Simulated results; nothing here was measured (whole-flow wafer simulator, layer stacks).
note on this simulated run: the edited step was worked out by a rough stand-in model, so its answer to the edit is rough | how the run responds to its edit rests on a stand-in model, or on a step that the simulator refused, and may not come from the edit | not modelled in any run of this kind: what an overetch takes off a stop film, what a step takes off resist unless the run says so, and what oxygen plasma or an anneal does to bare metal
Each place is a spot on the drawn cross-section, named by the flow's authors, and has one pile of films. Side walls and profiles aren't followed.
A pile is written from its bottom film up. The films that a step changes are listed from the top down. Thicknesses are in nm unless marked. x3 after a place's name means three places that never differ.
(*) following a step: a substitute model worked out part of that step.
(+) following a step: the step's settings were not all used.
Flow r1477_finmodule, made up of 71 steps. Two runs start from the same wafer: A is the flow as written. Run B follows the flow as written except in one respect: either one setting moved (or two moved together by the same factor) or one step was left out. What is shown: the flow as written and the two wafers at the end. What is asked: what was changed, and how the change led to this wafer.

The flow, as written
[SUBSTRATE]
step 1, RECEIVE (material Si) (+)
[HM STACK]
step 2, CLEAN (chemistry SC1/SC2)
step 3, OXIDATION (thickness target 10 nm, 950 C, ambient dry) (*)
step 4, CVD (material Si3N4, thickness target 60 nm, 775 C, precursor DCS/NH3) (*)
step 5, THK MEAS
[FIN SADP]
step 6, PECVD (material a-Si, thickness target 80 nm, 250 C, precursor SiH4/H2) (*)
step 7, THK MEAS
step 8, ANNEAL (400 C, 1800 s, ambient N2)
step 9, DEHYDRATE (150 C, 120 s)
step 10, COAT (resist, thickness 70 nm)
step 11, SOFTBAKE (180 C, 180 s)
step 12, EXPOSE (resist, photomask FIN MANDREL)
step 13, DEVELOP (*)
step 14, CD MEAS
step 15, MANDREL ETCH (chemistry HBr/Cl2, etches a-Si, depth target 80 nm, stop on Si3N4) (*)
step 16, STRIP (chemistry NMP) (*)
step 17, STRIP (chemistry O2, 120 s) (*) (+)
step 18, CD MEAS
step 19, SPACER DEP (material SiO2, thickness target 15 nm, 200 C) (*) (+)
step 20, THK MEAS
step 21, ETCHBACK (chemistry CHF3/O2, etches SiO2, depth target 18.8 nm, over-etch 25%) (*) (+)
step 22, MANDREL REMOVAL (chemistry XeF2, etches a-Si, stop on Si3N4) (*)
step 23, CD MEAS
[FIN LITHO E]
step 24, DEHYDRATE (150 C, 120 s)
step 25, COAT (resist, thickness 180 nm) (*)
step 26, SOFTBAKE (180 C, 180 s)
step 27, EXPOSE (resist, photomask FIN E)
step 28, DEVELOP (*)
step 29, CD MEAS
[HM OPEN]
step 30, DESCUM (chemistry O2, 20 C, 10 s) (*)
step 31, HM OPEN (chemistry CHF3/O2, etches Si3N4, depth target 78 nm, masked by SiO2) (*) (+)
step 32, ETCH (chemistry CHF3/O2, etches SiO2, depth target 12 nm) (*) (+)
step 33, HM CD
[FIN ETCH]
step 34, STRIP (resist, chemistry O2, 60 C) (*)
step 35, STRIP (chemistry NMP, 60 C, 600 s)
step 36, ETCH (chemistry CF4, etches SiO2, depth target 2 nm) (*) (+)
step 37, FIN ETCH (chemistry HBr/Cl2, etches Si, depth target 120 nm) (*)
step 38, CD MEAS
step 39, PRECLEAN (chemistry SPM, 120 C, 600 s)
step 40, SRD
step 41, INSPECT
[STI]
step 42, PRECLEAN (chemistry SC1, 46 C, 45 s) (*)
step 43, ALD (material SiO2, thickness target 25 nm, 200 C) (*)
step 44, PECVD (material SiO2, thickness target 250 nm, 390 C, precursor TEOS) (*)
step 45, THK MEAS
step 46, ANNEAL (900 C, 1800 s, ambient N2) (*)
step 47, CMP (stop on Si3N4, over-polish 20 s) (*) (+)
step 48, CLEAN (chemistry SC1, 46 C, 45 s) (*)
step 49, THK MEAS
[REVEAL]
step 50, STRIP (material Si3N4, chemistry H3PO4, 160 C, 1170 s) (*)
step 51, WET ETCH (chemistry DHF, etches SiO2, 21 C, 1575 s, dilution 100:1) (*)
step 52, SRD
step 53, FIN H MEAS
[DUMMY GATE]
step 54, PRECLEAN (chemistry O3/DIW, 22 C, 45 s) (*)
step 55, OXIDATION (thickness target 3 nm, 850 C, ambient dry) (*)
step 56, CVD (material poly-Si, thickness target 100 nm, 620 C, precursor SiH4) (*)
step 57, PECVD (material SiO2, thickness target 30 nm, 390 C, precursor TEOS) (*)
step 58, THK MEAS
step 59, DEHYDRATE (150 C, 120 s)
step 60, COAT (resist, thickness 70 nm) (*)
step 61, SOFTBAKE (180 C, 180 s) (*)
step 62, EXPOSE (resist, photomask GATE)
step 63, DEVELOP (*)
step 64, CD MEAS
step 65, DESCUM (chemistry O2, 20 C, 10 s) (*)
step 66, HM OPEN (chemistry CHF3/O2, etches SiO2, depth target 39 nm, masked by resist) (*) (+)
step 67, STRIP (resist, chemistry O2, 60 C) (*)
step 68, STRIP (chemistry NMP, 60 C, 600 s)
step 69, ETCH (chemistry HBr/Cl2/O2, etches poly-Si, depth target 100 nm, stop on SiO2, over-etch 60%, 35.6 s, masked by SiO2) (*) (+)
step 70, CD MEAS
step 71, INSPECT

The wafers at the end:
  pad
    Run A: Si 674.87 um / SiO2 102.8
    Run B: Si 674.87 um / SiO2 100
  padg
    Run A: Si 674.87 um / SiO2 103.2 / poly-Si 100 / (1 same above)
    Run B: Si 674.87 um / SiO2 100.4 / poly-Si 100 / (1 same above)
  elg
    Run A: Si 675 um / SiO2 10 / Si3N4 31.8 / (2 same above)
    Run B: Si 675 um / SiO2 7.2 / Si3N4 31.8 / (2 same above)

The reason: step 3, OXIDATION: thickness target 7.2 nm was run, though the flow has thickness target 10 nm.
One can read it off the wafer: elg has SiO2 7.2, and step 3 as written asks for 10 nm.

The path from the change to this, step by step:
  step 3, OXIDATION (thickness target 10 nm, 950 C, ambient dry) (*)
      pad, padg, elg and 33 more: A +10 SiO2 (new film), -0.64 chemical SiO2 (all of it), -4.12 Si | B +7.2 SiO2 (new film), -0.64 chemical SiO2 (all of it), -2.88 Si
  step 31, HM OPEN (chemistry CHF3/O2, etches Si3N4, depth target 78 nm, masked by SiO2) (*) (+)
      s40cg, s45cg, s50cg, s40co, s45co, s50co: A -60 Si3N4 (all of it), -9 SiO2 | B -60 Si3N4 (all of it), -7.2 SiO2 (all of it)
      pad, padg, esg and 13 more: A -56.4 Si3N4 (all of it), -10 SiO2 (all of it) | B -56.4 Si3N4 (all of it), -7.2 SiO2 (all of it)
  step 32, ETCH (chemistry CHF3/O2, etches SiO2, depth target 12 nm) (*) (+)
      s40cg, s40co: A -1 SiO2 (all of it), -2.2 Si | B -2.09 Si
      s45cg, s45co: A -1 SiO2 (all of it), -2.2 Si | B -2.12 Si
      (as well as at 2 more places)
  step 47, CMP (stop on Si3N4, over-polish 20 s) (*) (+)
      pad, padg, e40sg and 11 more: A -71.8 SiO2 | B -74.6 SiO2
      eso: A -72.4 SiO2 | B -75.2 SiO2
  step 51, WET ETCH (chemistry DHF, etches SiO2, 21 C, 1575 s, dilution 100:1) (*)
      s40sg_line, s45sg_line, s50sg_line, s40so_line, s45so_line, s50so_line: A -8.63 SiO2 (all of it) | B -5.83 SiO2 (all of it)
  step 56, CVD (material poly-Si, thickness target 100 nm, 620 C, precursor SiH4) (*)
      s40cg, s40co: A +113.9 poly-Si (new film) | B +116.7 poly-Si (new film)
      s45cg, s45co: A +113.4 poly-Si (new film) | B +116.2 poly-Si (new film)
      (as well as at 2 more places)
  step 60, COAT (resist, thickness 70 nm) (*)
      s40sg, s45sg, s40so, s45so: A +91 resist (new film) | B +93.7 resist (new film)
      s50sg, s50so: A +90.9 resist (new film) | B +93.6 resist (new film)
  step 63, DEVELOP (*)
      s40so, s45so: A -91 resist (all of it) | B -93.7 resist (all of it)
      s50so: A -90.9 resist (all of it) | B -93.6 resist (all of it)
  step 67, STRIP (resist, chemistry O2, 60 C) (*)
      s40sg: A -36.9 resist (all of it) | B -39.6 resist (all of it)
      s45sg: A -36.9 resist (all of it) | B -39.5 resist (all of it)
      (as well as at 1 more place)
  step 69, ETCH (chemistry HBr/Cl2/O2, etches poly-Si, depth target 100 nm, stop on SiO2, over-etch 60%, 35.6 s, masked by SiO2) (*) (+)
      s40co: A -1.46 chemical SiO2 (all of it), -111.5 poly-Si (all of it), -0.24 SiO2 | B -1.46 chemical SiO2 (all of it), -114.3 poly-Si (all of it), -0.23 SiO2
      s45co: A -1.46 chemical SiO2 (all of it), -110.9 poly-Si (all of it), -0.25 SiO2 | B -1.46 chemical SiO2 (all of it), -113.7 poly-Si (all of it), -0.23 SiO2
      (as well as at 1 more place)
